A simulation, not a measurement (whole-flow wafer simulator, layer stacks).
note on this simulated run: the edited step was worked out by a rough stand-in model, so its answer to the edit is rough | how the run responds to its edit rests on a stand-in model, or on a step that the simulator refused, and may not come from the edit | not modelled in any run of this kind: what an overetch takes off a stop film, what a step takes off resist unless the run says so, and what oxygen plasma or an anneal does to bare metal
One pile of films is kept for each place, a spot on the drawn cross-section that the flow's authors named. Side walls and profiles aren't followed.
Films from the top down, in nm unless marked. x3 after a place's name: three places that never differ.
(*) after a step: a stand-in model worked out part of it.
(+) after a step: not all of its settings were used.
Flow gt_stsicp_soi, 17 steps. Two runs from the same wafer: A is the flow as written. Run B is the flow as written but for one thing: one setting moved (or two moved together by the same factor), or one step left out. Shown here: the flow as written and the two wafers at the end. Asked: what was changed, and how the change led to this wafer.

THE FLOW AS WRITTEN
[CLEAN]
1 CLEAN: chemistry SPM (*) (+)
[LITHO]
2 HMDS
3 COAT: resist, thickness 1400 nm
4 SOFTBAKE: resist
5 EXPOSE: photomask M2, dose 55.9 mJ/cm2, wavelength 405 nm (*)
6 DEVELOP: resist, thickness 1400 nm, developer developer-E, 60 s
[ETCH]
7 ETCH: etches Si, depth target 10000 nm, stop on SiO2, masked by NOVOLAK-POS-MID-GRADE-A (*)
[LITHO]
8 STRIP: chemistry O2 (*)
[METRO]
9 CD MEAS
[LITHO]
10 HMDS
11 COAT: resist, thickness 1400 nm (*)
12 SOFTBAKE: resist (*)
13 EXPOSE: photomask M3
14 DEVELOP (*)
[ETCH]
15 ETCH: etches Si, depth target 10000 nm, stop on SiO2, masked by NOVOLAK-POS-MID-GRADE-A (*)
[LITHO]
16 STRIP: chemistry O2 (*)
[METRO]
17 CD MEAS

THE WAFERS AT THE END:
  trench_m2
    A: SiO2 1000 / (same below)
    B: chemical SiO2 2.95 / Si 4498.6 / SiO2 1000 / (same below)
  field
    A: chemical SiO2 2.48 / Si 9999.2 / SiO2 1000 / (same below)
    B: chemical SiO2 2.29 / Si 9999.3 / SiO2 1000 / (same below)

The cause: step 7, ETCH: depth target 5500 nm was run, where the flow has depth target 10000 nm.

How the change led to this, step by step:
  7 ETCH: etches Si, depth target 10000 nm, stop on SiO2, masked by NOVOLAK-POS-MID-GRADE-A (*)
      trench_m2: A chemical SiO2 -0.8 (all of it), Si -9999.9 (all of it) | B chemical SiO2 -0.8 (all of it), Si -5500
      field, trench_m3: A resist -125 | B resist -68.8
  8 STRIP: chemistry O2 (*)
      trench_m2: A nothing | B chemical SiO2 +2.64 (new film), Si -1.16
      field, trench_m3: A resist -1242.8 (all of it), chemical SiO2 +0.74, Si -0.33 | B resist -1299.1 (all of it), chemical SiO2 +0.75, Si -0.33
  11 COAT: resist, thickness 1400 nm (*)
      field: A resist +1332.8 (new film) | B resist +1362.8 (new film)
      trench_m2: A resist +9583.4 (new film) | B resist +5972.7 (new film)
      (and at 1 more place)
  12 SOFTBAKE: resist (*)
      trench_m2: A nothing | B resist +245
      trench_m3: A nothing | B resist +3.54
  14 DEVELOP (*)
      trench_m3: A resist -1311.7 (all of it) | B resist -1354.8 (all of it)
  16 STRIP: chemistry O2 (*)
      trench_m2: A resist -9458.4 (all of it) | B resist -6092.7 (all of it), chemical SiO2 +0.32, Si -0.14
      field: A resist -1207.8 (all of it), chemical SiO2 +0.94, Si -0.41 | B resist -1238.2 (all of it), chemical SiO2 +0.74, Si -0.32
